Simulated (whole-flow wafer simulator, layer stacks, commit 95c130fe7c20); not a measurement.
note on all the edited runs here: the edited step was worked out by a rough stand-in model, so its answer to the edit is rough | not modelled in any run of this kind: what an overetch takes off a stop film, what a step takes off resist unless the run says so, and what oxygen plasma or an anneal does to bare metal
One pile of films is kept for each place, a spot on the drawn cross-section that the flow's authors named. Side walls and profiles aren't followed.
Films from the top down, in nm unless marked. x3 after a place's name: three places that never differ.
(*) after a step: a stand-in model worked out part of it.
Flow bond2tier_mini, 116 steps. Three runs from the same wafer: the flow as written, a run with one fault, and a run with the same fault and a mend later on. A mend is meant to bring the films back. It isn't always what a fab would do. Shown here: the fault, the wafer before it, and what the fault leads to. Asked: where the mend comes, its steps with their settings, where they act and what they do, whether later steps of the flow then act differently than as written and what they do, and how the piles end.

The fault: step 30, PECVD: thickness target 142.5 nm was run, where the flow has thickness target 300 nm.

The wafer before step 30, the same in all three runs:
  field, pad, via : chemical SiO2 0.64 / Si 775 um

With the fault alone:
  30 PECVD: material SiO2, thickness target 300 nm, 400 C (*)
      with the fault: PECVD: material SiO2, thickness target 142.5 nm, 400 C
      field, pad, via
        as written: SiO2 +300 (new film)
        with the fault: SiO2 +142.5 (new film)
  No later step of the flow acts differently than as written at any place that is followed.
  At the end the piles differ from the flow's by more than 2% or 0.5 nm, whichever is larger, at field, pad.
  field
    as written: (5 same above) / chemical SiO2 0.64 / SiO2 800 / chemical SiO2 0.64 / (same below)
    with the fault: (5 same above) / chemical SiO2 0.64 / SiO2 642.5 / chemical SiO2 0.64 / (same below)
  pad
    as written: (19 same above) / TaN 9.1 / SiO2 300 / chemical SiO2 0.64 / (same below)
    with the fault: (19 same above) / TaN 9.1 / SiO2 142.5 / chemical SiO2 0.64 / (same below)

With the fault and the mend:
  The mend comes after step 30.
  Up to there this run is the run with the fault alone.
  30a PECVD: material SiO2, thickness target 157.5 nm, 400 C (the flow's step 30 once more, with other settings)
      field, pad, via
        SiO2 +157.5
  No later step of the flow acts differently than as written at any place that is followed.
  At the end the piles are the same as the flow's at every place that both follow.
